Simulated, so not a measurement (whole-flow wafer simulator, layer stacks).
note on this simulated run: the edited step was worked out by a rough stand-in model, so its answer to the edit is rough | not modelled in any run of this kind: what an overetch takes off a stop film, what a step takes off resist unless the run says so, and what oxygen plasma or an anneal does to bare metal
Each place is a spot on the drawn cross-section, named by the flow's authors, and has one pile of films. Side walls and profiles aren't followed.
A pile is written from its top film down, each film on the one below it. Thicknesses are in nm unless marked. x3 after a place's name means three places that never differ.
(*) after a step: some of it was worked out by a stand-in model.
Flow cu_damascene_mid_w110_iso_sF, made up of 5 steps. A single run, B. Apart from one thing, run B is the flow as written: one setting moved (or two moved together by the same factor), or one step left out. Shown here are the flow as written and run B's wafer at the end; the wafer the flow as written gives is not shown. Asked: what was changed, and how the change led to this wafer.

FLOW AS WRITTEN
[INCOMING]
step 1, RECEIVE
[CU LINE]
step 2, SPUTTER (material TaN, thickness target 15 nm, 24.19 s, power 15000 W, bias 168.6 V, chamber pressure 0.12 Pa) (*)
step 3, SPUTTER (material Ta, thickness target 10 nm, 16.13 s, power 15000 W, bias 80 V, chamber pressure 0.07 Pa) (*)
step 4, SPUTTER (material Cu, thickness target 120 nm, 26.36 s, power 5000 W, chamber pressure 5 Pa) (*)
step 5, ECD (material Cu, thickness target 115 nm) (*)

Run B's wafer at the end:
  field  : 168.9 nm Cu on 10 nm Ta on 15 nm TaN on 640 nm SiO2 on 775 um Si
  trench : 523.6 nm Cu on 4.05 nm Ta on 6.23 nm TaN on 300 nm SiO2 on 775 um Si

Cause: step 5, ECD: thickness target 48.9 nm was run, whereas the flow has thickness target 115 nm.

Step by step, how the change led to this:
  step 5, ECD (material Cu, thickness target 115 nm) (*)
      field: +48.9 Cu (as written it would have been: +115 Cu)
      trench: +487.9 Cu (as written it would have been: +554 Cu)
